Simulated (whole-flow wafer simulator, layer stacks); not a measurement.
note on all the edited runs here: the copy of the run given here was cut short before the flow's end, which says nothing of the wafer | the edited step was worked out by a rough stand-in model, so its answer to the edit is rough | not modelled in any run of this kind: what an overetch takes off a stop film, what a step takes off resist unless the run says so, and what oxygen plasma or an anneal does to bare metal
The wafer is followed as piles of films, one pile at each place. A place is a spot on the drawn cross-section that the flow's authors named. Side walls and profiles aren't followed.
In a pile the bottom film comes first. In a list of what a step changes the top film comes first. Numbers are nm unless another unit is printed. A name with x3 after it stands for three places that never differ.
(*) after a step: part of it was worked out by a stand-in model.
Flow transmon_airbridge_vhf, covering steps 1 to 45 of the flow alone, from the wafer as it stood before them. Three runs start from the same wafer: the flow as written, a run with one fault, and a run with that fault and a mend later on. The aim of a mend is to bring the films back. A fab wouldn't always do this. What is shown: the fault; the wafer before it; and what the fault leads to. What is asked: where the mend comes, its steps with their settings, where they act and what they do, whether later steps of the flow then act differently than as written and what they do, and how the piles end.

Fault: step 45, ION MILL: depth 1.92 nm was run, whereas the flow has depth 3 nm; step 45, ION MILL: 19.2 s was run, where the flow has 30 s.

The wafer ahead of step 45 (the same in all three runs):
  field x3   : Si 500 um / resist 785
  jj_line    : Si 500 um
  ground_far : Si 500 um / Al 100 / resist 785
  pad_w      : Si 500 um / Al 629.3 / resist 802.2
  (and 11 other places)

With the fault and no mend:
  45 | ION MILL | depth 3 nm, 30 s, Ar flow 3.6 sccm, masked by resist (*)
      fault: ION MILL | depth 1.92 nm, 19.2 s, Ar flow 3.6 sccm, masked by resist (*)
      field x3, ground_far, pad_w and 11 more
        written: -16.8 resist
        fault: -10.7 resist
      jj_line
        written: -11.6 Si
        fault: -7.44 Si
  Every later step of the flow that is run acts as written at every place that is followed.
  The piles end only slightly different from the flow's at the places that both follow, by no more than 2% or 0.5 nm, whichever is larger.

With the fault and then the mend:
  The mend stands after step 45.
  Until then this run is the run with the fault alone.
  45a | ION MILL | depth 1.08 nm, 10.8 s, Ar flow 3.6 sccm, masked by resist (*) (the flow's step 45, run once more with other settings)
      field x3, ground_far, pad_w and 11 more
        -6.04 resist
      jj_line
        -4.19 Si
  Every later step of the flow that is run acts as written at every place that is followed.
  The piles end the same as the flow's at every place that both follow.
